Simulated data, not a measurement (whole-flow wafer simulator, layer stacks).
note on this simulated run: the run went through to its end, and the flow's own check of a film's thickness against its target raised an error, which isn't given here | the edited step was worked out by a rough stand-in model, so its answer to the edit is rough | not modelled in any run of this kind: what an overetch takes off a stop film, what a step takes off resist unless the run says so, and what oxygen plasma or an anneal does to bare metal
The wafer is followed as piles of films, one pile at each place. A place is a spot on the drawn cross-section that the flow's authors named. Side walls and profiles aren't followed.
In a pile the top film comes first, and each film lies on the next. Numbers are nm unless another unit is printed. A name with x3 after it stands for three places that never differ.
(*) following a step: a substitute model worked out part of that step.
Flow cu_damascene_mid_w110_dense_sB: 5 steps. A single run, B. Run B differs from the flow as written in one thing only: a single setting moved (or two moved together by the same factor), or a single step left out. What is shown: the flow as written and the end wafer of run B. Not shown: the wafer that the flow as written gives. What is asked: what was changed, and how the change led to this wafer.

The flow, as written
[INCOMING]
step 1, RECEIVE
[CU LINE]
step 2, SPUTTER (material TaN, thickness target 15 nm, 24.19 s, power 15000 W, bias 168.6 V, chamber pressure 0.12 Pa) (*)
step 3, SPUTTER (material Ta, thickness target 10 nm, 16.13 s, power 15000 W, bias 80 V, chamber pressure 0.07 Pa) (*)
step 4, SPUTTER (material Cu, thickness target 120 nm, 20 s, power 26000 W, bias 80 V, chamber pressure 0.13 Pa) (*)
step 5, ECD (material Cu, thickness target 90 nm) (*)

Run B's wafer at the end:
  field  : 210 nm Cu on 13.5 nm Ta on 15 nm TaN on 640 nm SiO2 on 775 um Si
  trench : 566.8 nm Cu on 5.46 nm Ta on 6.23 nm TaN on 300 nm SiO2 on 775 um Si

Cause: step 3, SPUTTER: thickness target 13.5 nm was run, though the flow has thickness target 10 nm; step 3, SPUTTER: 21.78 s was run, where the flow has 16.13 s.
The wafer lets one read it off: field has Ta 13.5, and step 3 as written asks for 10 nm.

The path from the change to this, step by step:
  step 3, SPUTTER (material Ta, thickness target 10 nm, 16.13 s, power 15000 W, bias 80 V, chamber pressure 0.07 Pa) (*)
      field: Ta gains 13.5 (new film) (it would be, as written: Ta gains 10 (new film))
      trench: Ta gains 5.46 (new film) (it would be, as written: Ta gains 4.05 (new film))
